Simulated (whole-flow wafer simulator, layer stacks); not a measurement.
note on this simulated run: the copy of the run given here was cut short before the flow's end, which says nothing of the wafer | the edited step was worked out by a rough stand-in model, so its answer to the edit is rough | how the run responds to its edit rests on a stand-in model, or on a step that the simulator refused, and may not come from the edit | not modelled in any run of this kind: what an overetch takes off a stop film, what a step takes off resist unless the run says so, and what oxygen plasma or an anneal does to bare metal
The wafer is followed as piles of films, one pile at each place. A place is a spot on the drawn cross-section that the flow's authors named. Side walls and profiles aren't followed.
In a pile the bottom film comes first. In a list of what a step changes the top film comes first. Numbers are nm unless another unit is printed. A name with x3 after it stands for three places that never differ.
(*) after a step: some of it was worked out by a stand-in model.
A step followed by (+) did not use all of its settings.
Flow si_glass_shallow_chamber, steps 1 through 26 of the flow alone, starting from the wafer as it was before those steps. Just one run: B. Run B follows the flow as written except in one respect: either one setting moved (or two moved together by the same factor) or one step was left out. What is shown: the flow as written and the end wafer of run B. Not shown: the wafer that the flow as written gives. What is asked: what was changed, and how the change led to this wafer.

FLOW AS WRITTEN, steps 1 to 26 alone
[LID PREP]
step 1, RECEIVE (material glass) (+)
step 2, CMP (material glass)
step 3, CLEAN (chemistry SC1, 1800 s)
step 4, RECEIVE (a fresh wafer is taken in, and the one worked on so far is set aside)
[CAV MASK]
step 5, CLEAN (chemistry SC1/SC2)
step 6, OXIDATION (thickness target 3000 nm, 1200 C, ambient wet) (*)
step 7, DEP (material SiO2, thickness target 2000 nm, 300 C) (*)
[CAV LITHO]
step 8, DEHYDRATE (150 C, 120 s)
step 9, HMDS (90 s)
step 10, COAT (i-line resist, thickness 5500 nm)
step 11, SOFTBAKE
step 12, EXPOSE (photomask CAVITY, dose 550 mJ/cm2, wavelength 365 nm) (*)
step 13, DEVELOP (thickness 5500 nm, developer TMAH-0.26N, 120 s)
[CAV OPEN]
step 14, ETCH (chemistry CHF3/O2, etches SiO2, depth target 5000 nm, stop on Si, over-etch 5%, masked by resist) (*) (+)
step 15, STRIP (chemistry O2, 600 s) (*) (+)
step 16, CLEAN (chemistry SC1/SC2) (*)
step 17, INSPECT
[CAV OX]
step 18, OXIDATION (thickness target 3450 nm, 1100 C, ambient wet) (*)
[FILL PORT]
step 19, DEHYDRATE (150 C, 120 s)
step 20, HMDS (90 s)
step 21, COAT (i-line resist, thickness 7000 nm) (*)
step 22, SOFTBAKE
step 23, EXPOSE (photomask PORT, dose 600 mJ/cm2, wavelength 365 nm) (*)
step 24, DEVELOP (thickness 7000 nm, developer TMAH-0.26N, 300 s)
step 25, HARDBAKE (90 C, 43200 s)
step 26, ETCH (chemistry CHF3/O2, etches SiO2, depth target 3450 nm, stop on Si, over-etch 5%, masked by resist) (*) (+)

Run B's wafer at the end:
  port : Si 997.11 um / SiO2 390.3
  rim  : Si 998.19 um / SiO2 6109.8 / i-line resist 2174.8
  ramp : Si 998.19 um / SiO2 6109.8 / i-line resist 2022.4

What caused this: step 26, ETCH: depth target 2914 nm was run, whereas the flow has depth target 3450 nm.

Step by step, how the change led to this:
  step 26, ETCH (chemistry CHF3/O2, etches SiO2, depth target 3450 nm, stop on Si, over-etch 5%, masked by resist) (*) (+)
      port: SiO2 loses 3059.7 (in the flow as written it would be: SiO2 loses 3450 (all of it), Si loses 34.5)
      rim, ramp, cav, ring: i-line resist loses 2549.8 (in the flow as written it would be: i-line resist loses 3018.8)
      (and at 1 other place as well)
